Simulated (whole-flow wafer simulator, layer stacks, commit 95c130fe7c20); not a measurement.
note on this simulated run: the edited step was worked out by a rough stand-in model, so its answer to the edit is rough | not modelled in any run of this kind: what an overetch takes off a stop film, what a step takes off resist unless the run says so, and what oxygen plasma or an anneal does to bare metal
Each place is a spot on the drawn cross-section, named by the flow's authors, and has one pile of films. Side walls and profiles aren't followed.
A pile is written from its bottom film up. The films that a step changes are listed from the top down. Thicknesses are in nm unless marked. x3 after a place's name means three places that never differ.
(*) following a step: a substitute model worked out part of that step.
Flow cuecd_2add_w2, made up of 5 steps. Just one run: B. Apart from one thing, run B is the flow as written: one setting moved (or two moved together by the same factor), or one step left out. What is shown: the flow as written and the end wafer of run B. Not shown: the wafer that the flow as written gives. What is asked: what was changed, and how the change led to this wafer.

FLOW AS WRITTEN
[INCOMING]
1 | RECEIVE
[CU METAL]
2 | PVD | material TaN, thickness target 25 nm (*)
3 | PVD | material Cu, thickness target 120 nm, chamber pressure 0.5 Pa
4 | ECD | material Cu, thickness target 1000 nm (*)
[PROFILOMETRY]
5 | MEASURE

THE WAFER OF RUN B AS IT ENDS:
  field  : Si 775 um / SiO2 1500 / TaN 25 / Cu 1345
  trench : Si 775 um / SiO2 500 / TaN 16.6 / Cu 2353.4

Cause: step 4, ECD: thickness target 1225 nm was run, whereas the flow has thickness target 1000 nm.

Step by step, how the change led to this:
  4 | ECD | material Cu, thickness target 1000 nm (*)
      field: Cu gains 1225 (it would be, as written: Cu gains 1000)
      trench: Cu gains 2272.6 (it would be, as written: Cu gains 2047.6)
